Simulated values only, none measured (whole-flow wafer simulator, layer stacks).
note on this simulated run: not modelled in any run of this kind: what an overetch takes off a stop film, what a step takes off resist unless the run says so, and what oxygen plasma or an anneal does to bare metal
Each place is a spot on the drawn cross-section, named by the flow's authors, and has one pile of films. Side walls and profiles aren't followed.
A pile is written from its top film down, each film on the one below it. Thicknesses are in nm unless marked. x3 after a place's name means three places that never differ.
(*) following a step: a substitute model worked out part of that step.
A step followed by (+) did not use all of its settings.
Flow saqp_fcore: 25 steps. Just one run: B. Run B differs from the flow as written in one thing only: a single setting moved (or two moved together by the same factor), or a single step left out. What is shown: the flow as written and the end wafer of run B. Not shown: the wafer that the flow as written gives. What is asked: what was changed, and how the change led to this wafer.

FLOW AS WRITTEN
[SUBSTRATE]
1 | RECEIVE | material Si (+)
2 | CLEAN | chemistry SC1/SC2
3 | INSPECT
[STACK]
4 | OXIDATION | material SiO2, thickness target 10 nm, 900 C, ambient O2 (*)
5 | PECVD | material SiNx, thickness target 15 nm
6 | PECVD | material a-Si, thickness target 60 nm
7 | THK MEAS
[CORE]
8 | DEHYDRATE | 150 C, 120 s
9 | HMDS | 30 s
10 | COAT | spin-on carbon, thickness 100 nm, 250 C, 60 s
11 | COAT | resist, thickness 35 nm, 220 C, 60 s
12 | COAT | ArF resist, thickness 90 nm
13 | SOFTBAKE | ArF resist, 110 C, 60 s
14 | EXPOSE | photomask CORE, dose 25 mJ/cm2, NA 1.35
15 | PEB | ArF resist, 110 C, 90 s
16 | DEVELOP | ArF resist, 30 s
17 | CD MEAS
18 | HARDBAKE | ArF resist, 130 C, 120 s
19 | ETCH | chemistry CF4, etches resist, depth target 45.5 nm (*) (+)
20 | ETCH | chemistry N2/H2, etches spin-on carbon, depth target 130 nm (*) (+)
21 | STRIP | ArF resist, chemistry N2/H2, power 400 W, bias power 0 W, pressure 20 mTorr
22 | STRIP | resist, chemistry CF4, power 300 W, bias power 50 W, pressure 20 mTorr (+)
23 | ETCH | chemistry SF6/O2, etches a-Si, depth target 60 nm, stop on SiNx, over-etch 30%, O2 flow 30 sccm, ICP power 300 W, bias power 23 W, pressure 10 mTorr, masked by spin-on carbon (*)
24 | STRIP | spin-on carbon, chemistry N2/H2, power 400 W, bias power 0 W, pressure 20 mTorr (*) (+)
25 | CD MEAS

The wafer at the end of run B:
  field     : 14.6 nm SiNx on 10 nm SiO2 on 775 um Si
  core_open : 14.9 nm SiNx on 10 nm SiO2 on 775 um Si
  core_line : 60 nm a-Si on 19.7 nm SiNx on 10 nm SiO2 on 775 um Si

The reason: step 5, PECVD: thickness target 19.7 nm was run, whereas the flow has thickness target 15 nm.
The wafer lets one read it off: core_line has SiNx 19.7, and step 5 as written asks for 15 nm.

The path from the change to this, step by step:
  5 | PECVD | material SiNx, thickness target 15 nm
      field, core_open, core_line: +19.7 SiNx (new film) (as written it would have been: +15 SiNx (new film))
